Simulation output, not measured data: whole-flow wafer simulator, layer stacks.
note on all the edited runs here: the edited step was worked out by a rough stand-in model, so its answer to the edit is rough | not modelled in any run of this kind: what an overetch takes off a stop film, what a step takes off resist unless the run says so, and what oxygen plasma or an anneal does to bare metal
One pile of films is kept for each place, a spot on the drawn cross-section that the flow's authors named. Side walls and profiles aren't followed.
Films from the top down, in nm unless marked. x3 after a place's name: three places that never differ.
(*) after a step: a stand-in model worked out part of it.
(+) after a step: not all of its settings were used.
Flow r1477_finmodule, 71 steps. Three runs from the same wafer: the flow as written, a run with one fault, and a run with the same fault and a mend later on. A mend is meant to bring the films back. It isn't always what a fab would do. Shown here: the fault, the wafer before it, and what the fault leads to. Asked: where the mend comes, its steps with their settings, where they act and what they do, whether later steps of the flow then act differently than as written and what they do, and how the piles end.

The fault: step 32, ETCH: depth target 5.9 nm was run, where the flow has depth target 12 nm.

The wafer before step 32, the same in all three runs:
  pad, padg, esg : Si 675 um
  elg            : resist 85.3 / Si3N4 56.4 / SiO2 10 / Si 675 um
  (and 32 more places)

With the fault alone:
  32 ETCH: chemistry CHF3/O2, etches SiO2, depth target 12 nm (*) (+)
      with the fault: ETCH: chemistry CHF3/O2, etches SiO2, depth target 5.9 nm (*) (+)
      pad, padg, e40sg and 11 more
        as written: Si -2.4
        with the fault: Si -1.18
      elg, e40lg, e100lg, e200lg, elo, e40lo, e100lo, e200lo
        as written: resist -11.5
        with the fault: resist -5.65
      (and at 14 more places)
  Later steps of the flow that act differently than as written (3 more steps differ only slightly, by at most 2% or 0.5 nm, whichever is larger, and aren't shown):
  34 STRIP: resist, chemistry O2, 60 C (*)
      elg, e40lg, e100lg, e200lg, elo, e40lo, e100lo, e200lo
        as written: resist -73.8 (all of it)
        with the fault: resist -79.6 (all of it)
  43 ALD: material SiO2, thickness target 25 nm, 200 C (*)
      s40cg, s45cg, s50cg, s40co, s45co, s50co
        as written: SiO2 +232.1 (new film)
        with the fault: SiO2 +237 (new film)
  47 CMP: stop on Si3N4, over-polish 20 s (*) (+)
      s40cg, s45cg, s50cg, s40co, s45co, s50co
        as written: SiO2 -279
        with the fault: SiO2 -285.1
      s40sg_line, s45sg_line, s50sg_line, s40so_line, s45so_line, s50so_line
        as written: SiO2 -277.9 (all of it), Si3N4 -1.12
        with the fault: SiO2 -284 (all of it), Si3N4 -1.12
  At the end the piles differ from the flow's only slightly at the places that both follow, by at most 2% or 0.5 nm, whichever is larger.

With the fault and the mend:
  The mend comes after step 32.
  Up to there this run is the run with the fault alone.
  32a ETCH: chemistry CHF3/O2, etches SiO2, depth target 6.1 nm (*) (the flow's step 32 once more, with other settings)
      pad, padg, e40sg and 11 more
        Si -1.22
      elg, e40lg, e100lg, e200lg, elo, e40lo, e100lo, e200lo
        resist -5.85
      s40sg_line, s45sg_line, s50sg_line, s40so_line, s45so_line, s50so_line
        SiO2 -6.1
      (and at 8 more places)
  No later step of the flow acts differently than as written, at any place that is followed, by more than 2% or 0.5 nm, whichever is larger.
  At the end the piles differ from the flow's only slightly at the places that both follow, by at most 2% or 0.5 nm, whichever is larger.
